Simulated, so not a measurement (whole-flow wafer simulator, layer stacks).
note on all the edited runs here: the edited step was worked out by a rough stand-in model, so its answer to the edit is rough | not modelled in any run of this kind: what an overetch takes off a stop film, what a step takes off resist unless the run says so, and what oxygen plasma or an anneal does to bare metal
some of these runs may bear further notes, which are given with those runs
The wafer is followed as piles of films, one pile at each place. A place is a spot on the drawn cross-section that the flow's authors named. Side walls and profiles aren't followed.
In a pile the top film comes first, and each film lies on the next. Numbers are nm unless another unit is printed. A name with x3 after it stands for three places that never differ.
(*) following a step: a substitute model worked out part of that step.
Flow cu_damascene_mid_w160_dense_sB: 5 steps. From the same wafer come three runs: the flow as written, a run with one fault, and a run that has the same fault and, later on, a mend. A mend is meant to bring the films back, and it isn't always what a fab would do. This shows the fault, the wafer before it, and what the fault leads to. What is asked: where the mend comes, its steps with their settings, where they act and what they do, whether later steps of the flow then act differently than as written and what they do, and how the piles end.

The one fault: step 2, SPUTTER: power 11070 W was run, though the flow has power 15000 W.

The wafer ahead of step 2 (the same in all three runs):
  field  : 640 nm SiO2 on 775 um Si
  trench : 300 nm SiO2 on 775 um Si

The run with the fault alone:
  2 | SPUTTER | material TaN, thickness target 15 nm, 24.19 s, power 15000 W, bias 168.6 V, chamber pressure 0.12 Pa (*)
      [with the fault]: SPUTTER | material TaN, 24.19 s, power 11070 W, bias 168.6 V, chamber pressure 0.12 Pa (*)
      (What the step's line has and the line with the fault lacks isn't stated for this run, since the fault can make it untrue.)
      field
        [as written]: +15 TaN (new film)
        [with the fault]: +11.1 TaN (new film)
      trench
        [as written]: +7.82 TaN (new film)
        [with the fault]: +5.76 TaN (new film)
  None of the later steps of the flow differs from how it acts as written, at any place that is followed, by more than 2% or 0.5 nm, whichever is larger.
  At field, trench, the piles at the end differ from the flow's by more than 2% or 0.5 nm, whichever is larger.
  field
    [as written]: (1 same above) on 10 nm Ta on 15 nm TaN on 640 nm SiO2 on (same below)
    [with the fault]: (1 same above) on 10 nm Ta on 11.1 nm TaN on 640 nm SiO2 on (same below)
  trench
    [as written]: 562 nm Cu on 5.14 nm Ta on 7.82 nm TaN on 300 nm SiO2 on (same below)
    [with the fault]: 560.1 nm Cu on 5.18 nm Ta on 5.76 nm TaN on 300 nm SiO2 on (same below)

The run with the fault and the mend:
  The mend follows step 2.
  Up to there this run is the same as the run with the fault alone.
  2a | SPUTTER | material TaN, thickness target 3.9 nm, 6.344 s, power 15000 W, bias 168.6 V, chamber pressure 0.12 Pa (*) (the flow's step 2, run once more with other settings)
      field
        +3.9 TaN
      trench
        +1.98 TaN
  None of the later steps of the flow differs from how it acts as written, at any place that is followed, by more than 2% or 0.5 nm, whichever is larger.
  When the end is reached, the piles differ only a little from the flow's at the places that both follow, at most by 2% or 0.5 nm, whichever is larger.
